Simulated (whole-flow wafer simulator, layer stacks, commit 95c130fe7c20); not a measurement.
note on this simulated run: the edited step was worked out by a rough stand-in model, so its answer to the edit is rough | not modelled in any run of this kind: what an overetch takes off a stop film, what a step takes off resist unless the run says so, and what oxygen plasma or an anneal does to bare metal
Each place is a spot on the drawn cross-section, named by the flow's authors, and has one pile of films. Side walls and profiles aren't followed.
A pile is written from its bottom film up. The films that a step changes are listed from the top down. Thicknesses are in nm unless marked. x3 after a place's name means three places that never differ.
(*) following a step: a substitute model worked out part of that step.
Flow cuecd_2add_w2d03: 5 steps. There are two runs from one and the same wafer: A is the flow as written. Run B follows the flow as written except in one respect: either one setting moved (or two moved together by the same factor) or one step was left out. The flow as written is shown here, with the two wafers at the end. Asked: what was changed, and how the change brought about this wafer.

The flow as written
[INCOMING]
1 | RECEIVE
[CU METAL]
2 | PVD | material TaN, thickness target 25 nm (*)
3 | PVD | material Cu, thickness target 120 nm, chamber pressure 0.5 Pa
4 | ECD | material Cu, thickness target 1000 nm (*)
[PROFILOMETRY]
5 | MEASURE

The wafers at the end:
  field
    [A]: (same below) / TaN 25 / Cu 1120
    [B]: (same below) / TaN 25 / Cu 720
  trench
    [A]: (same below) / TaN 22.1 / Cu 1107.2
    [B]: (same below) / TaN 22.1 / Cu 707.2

What caused this: step 4, ECD: thickness target 600 nm was run, whereas the flow has thickness target 1000 nm.

Step by step, how the change led to this:
  4 | ECD | material Cu, thickness target 1000 nm (*)
      field, trench: A Cu gains 1000 | B Cu gains 600
